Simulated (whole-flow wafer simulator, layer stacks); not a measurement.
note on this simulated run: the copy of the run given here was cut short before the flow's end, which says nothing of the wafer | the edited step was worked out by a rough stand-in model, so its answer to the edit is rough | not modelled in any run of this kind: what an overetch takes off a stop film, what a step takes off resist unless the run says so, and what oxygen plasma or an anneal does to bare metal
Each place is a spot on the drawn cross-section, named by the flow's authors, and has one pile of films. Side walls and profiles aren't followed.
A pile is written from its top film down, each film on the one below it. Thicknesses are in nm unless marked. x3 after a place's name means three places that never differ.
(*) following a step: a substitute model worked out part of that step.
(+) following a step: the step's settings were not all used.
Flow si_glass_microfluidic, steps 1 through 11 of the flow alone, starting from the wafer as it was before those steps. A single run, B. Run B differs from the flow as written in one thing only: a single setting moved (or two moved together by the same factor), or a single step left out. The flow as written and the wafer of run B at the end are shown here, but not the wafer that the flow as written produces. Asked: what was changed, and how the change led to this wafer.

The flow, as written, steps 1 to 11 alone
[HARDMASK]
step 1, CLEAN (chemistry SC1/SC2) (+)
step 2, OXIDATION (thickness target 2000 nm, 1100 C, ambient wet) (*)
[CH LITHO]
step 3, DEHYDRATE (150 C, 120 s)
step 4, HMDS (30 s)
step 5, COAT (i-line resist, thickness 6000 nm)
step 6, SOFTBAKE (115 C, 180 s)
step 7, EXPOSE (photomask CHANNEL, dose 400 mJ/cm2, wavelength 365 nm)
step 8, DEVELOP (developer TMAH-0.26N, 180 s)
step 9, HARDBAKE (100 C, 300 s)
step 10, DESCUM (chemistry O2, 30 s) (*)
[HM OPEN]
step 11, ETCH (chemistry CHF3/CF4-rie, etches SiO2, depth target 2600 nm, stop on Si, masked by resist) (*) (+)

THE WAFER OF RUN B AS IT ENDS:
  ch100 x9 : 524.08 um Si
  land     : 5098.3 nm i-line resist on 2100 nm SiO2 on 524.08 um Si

The reason: step 2, OXIDATION: thickness target 2100 nm was run, while the flow as written has thickness target 2000 nm.
One can read it off the wafer: land has SiO2 2100, and step 2 as written asks for 2000 nm.

How this came from the change, step by step:
  step 2, OXIDATION (thickness target 2000 nm, 1100 C, ambient wet) (*)
      land, ch100 x9: SiO2 gains 2100 (new film), chemical SiO2 loses 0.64 (all of it), Si loses 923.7 (as written it would have been: SiO2 gains 2000 (new film), chemical SiO2 loses 0.64 (all of it), Si loses 879.7)
  step 11, ETCH (chemistry CHF3/CF4-rie, etches SiO2, depth target 2600 nm, stop on Si, masked by resist) (*) (+)
      ch100 x9: SiO2 loses 2100 (all of it) (as written it would have been: SiO2 loses 2000 (all of it))
